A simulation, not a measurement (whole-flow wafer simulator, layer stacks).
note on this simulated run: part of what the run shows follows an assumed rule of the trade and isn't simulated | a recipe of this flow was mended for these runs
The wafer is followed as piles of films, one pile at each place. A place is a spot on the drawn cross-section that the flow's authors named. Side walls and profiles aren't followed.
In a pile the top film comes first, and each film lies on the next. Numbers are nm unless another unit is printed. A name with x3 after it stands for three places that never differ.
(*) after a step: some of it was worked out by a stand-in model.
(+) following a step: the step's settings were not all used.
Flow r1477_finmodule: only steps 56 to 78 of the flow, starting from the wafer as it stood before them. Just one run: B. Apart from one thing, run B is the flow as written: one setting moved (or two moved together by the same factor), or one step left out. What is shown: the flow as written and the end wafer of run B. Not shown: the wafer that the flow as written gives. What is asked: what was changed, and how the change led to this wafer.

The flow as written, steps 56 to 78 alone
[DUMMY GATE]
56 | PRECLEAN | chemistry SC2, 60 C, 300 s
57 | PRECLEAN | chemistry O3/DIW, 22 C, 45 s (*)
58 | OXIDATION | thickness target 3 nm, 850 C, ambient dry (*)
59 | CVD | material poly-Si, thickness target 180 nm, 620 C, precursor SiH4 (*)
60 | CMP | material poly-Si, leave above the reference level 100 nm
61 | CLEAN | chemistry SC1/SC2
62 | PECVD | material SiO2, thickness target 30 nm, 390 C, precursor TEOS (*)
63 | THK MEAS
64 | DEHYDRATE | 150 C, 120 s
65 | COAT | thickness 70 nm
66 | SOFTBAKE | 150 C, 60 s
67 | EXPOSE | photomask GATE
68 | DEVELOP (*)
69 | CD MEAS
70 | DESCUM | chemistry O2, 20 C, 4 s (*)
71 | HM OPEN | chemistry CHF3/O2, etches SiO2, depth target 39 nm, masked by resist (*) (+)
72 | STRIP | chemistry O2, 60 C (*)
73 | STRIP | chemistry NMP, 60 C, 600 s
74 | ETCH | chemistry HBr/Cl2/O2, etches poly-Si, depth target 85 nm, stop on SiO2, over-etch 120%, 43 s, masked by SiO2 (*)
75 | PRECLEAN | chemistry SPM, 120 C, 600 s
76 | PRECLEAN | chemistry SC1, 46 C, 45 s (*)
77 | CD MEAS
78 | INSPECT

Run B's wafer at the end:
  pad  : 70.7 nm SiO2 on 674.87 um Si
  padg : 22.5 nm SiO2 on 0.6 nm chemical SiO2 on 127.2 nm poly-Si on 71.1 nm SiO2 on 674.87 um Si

What caused this: step 59, CVD: thickness target 127.5 nm was run, while the flow as written has thickness target 180 nm.

The path from the change to this, step by step:
  59 | CVD | material poly-Si, thickness target 180 nm, 620 C, precursor SiH4 (*)
      esg x6, s40cg x3, eso x6, s40co x3: +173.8 poly-Si (new film) (in the flow as written it would be: +226.3 poly-Si (new film))
      pad, padg, elg x7, elo x7: +127.5 poly-Si (new film) (in the flow as written it would be: +180 poly-Si (new film))
      (as well as at 2 more places)
  60 | CMP | material poly-Si, leave above the reference level 100 nm
      pad, padg: nothing (in the flow as written it would be: -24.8 poly-Si)
      elg x7, esg x6, s40cg x3, elo x7, eso x6, s40co x3: -27.5 poly-Si (in the flow as written it would be: -80 poly-Si)
      (as well as at 2 more places)
  74 | ETCH | chemistry HBr/Cl2/O2, etches poly-Si, depth target 85 nm, stop on SiO2, over-etch 120%, 43 s, masked by SiO2 (*)
      pad: -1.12 chemical SiO2 (all of it), -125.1 poly-Si (all of it), -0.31 SiO2 (in the flow as written it would be: -1.12 chemical SiO2 (all of it), -152.8 poly-Si (all of it), -0.17 SiO2)
